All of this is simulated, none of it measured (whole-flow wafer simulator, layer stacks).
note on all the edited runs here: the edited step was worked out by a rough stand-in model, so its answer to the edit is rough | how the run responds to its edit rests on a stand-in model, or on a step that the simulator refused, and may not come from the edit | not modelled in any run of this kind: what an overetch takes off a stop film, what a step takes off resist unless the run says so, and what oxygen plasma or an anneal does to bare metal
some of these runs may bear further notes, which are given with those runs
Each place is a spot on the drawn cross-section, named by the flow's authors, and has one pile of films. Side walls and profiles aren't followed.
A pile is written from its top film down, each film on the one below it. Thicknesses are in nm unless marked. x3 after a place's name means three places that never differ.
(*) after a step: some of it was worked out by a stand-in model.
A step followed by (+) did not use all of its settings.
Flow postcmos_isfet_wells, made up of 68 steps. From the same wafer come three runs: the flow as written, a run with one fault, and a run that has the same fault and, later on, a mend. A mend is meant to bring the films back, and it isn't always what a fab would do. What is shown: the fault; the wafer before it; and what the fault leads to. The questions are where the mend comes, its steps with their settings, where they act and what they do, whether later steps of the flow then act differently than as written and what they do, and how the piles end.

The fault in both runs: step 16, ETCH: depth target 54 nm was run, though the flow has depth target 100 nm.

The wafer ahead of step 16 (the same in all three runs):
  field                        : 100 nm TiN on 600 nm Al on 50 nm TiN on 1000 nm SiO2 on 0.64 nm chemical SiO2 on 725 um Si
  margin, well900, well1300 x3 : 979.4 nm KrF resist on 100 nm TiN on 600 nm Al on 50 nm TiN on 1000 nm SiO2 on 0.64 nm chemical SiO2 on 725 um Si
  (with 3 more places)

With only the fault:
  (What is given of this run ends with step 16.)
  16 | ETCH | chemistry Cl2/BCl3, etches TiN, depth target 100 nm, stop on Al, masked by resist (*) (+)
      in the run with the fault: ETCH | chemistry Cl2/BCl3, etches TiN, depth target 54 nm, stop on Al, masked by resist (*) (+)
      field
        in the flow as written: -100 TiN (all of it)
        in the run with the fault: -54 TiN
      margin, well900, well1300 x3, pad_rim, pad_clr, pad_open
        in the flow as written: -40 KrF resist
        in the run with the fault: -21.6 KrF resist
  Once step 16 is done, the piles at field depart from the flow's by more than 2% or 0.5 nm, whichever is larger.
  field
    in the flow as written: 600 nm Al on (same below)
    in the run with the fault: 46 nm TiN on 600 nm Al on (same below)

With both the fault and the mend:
  The mend follows step 16.
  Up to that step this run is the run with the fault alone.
  16a | ETCH | chemistry Cl2/BCl3, etches TiN, depth target 46 nm, stop on Al, masked by resist (a further turn of the flow's step 16, with different settings)
      margin, well900, well1300 x3, pad_rim, pad_clr, pad_open
        -18.4 KrF resist
      field
        -46 TiN (all of it)
  Later steps of the flow that are run all act as written at every place that is followed.
  By the end, the piles equal the flow's at every place that both follow.
